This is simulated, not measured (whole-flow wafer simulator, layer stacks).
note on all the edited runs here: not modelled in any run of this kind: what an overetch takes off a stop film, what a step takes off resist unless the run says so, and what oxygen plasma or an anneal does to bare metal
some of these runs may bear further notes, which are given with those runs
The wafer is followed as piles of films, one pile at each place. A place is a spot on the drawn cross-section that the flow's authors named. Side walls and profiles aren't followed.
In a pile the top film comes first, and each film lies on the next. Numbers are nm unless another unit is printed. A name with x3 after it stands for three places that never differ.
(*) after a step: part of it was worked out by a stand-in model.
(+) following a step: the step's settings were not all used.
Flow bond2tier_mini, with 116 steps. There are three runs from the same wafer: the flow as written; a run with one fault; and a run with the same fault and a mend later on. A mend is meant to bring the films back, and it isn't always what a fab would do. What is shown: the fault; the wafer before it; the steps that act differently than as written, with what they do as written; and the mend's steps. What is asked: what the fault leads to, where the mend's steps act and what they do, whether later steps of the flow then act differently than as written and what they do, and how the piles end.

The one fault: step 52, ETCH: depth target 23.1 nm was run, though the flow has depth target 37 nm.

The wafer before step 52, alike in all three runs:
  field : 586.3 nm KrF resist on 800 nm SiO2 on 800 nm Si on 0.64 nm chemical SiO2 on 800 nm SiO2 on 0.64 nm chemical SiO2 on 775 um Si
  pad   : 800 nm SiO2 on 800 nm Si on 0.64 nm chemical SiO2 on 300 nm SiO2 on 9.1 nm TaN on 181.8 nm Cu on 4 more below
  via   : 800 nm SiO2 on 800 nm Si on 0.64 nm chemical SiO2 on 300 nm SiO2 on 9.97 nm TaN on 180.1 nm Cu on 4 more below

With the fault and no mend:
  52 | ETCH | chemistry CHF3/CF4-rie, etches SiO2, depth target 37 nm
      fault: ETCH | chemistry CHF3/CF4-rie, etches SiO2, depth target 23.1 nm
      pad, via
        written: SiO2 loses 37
        fault: SiO2 loses 23.1
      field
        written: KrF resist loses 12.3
        fault: KrF resist loses 7.7
  Later steps of the flow acting differently than as written (not shown: 7 more steps that differ only slightly, by at most 2% or 0.5 nm, whichever is larger):
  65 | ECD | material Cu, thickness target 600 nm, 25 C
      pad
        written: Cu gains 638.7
        fault: Cu gains 624.1
  The piles end different from the flow's at pad by more than 2% or 0.5 nm, whichever is larger.
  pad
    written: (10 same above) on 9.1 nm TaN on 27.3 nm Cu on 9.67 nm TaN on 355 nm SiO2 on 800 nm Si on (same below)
    fault: (10 same above) on 9.1 nm TaN on 13.3 nm Cu on 9.8 nm TaN on 368.9 nm SiO2 on 800 nm Si on (same below)

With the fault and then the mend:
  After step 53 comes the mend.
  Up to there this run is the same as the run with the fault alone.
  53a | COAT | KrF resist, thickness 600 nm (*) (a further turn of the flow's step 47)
      field
        KrF resist gains 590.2 (new film)
      pad
        KrF resist gains 610.2 (new film)
      via
        KrF resist gains 609 (new film)
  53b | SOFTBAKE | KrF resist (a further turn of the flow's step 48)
      alters no film at any place that is followed
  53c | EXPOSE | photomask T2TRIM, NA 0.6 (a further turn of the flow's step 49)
      alters no film at any place that is followed
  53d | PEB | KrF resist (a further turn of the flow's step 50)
      alters no film at any place that is followed
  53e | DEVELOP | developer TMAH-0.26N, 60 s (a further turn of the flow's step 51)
      field
        KrF resist loses 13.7
      pad
        KrF resist loses 610.2 (all of it)
      via
        KrF resist loses 609 (all of it)
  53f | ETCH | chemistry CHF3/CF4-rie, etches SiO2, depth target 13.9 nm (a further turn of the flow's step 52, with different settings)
      pad, via
        SiO2 loses 13.9
      field
        KrF resist loses 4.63
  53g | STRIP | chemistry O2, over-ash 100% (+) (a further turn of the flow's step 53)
      field
        KrF resist loses 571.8 (all of it)
  Later steps of the flow that are run all act as written at every place that is followed.
  The piles end the same as the flow's at every place that both follow.
